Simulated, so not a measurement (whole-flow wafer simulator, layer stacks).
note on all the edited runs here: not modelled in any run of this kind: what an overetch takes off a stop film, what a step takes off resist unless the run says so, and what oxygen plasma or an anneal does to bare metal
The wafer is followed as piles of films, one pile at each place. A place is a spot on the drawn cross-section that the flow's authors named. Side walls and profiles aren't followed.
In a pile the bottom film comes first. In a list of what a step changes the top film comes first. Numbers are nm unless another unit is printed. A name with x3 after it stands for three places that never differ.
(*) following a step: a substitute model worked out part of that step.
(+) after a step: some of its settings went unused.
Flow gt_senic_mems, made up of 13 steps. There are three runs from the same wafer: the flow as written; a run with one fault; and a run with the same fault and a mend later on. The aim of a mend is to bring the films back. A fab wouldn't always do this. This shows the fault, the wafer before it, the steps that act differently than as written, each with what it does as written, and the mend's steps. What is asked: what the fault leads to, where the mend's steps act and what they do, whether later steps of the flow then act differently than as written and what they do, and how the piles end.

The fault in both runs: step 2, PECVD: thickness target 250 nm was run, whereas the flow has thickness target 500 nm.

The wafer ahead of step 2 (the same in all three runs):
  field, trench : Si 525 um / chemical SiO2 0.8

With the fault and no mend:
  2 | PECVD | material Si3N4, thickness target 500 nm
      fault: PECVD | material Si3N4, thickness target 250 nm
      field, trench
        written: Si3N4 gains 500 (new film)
        fault: Si3N4 gains 250 (new film)
  Later steps of the flow acting differently than as written (not shown: 2 more steps that differ only slightly, by at most 2% or 0.5 nm, whichever is larger):
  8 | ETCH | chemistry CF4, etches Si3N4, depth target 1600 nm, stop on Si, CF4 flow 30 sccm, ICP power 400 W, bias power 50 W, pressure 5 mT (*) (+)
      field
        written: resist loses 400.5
        fault: resist loses 233.9
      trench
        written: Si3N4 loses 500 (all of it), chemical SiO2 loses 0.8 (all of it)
        fault: Si3N4 loses 250 (all of it), chemical SiO2 loses 0.8 (all of it)
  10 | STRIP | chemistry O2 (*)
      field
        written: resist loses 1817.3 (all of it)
        fault: resist loses 1984 (all of it)
  At field, the piles at the end differ from the flow's by more than 2% or 0.5 nm, whichever is larger.
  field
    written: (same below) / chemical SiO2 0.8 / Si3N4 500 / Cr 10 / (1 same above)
    fault: (same below) / chemical SiO2 0.8 / Si3N4 250 / Cr 10 / (1 same above)

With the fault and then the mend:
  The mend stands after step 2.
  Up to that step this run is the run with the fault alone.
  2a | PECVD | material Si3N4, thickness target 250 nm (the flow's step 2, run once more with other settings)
      field, trench
        Si3N4 gains 250
  Later steps of the flow that are run all act as written at every place that is followed.
  At every place that both follow, the piles at the end match the flow's.
